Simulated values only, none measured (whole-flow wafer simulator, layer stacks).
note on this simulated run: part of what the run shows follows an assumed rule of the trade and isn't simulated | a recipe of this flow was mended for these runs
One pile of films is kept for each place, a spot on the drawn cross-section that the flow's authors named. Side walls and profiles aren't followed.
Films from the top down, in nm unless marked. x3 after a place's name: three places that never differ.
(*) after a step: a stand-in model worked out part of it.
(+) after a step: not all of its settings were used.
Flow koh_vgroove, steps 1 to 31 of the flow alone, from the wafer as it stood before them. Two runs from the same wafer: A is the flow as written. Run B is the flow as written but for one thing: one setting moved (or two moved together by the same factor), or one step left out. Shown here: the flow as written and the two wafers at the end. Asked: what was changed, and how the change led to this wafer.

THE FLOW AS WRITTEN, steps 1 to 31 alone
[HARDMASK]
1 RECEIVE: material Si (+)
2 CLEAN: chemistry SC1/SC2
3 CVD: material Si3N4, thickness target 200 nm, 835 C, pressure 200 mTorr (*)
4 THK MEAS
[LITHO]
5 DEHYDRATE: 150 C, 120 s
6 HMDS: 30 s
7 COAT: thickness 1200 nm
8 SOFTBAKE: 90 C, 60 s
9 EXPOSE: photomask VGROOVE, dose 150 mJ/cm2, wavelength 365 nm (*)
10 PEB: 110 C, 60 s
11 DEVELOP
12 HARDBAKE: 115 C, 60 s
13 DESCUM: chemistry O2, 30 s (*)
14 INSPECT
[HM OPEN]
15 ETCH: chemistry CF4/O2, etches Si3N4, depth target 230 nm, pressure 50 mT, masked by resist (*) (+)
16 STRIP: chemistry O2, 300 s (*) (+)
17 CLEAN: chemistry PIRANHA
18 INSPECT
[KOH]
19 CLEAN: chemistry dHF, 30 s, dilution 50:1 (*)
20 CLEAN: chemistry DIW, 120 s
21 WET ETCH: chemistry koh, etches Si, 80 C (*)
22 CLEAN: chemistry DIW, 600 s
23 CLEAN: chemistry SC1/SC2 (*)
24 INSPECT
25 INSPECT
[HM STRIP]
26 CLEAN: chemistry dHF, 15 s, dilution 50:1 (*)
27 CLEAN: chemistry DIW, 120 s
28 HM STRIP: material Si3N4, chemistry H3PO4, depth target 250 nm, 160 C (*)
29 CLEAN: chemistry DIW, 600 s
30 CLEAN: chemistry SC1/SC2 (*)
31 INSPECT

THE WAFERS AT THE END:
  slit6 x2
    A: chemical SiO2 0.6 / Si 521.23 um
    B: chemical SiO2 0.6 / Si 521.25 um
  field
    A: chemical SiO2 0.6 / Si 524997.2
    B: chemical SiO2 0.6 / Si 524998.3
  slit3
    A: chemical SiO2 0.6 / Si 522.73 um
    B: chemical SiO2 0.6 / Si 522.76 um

The cause: step 3, CVD: 847 C was run, where the flow has 835 C.

How the change led to this, step by step:
  3 CVD: material Si3N4, thickness target 200 nm, 835 C, pressure 200 mTorr (*)
      field, slit3, slit2, slit6 x2: A Si3N4 +200 (new film) | B Si3N4 +222.1 (new film)
  15 ETCH: chemistry CF4/O2, etches Si3N4, depth target 230 nm, pressure 50 mT, masked by resist (*) (+)
      slit3, slit2, slit6 x2: A Si3N4 -200 (all of it), chemical SiO2 -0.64 (all of it), Si -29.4 | B Si3N4 -222.1 (all of it), chemical SiO2 -0.64 (all of it), Si -7.24
  28 HM STRIP: material Si3N4, chemistry H3PO4, depth target 250 nm, 160 C (*)
      field: A Si3N4 -198.7 (all of it), chemical SiO2 -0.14, Si -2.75 | B Si3N4 -220.8 (all of it), chemical SiO2 -0.14, Si -1.65
